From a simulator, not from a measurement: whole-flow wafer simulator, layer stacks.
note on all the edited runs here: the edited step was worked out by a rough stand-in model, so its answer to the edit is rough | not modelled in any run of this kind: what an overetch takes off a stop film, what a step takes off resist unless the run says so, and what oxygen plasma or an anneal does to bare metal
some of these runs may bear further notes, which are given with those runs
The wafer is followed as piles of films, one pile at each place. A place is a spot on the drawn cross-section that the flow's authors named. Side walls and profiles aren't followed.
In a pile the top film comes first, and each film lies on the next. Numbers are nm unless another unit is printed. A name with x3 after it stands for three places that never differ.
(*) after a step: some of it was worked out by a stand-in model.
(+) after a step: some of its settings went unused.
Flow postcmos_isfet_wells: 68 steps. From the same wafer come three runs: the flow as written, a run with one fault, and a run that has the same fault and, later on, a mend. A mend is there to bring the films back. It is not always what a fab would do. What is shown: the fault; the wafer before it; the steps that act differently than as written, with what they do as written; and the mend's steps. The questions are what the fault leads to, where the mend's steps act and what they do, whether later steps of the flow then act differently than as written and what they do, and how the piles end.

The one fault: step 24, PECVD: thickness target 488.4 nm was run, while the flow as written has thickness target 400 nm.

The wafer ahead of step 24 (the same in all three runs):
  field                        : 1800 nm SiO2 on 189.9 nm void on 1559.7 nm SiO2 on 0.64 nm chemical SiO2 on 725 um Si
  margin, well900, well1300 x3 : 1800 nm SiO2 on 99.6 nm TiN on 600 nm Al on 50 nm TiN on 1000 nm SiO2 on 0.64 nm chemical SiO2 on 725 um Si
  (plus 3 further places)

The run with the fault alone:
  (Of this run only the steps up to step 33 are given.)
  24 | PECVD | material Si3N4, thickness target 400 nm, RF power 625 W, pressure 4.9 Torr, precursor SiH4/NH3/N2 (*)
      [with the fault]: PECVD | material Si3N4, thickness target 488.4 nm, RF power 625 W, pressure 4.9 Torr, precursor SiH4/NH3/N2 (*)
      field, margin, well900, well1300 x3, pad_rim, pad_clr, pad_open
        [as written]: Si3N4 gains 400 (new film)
        [with the fault]: Si3N4 gains 488.4 (new film)
  Later steps of the flow acting differently than as written:
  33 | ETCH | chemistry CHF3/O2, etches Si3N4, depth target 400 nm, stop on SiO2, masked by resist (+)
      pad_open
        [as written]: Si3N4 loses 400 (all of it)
        [with the fault]: Si3N4 loses 400
  After step 33, at field, margin, well900, well1300 x3, pad_rim, pad_clr, pad_open, the piles differ from the flow's by more than 2% or 0.5 nm, whichever is larger.
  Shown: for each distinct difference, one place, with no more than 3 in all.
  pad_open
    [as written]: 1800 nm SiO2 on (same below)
    [with the fault]: 88.4 nm Si3N4 on 1800 nm SiO2 on (same below)
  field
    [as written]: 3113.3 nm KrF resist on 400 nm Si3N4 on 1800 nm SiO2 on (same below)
    [with the fault]: 3113.3 nm KrF resist on 488.4 nm Si3N4 on 1800 nm SiO2 on (same below)

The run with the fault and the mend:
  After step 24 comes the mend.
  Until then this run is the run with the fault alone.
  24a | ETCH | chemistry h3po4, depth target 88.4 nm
      field, margin, well900, well1300 x3, pad_rim, pad_clr, pad_open
        Si3N4 loses 88.4
  Every later step of the flow that is run acts as written at every place that is followed.
  The piles end the same as the flow's at every place that both follow.
